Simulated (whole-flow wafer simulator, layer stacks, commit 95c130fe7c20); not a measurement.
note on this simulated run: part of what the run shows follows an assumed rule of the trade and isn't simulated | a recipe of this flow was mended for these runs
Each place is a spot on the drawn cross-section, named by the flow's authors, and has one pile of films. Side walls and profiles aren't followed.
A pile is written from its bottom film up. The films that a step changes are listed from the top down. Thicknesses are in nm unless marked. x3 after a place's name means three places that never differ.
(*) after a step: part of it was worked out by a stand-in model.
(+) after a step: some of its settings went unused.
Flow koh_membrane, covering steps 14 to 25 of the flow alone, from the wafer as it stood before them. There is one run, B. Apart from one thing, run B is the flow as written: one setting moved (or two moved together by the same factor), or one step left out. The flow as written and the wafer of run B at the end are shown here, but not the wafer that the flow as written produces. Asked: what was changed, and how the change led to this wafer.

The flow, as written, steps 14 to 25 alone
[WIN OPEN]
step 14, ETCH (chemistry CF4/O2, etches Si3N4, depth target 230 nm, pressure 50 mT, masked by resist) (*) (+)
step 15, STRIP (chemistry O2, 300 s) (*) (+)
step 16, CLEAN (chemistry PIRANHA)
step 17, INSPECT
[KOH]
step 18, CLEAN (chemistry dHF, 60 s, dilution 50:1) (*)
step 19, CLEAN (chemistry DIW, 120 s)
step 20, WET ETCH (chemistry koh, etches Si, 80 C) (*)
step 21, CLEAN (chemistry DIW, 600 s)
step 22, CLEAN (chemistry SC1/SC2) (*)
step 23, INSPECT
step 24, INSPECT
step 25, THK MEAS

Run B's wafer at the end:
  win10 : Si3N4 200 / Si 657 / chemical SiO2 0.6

What caused this: step 14, ETCH: depth target 204.2 nm was run, though the flow has depth target 230 nm.

Step by step, how the change led to this:
  step 14, ETCH (chemistry CF4/O2, etches Si3N4, depth target 230 nm, pressure 50 mT, masked by resist) (*) (+)
      win20 x4, win10: -200 Si3N4 (all of it), -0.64 chemical SiO2 (all of it), -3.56 Si (as written it would have been: -200 Si3N4 (all of it), -0.64 chemical SiO2 (all of it), -29.4 Si)
      field: -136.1 i-line-resist (as written it would have been: -153.3 i-line-resist)
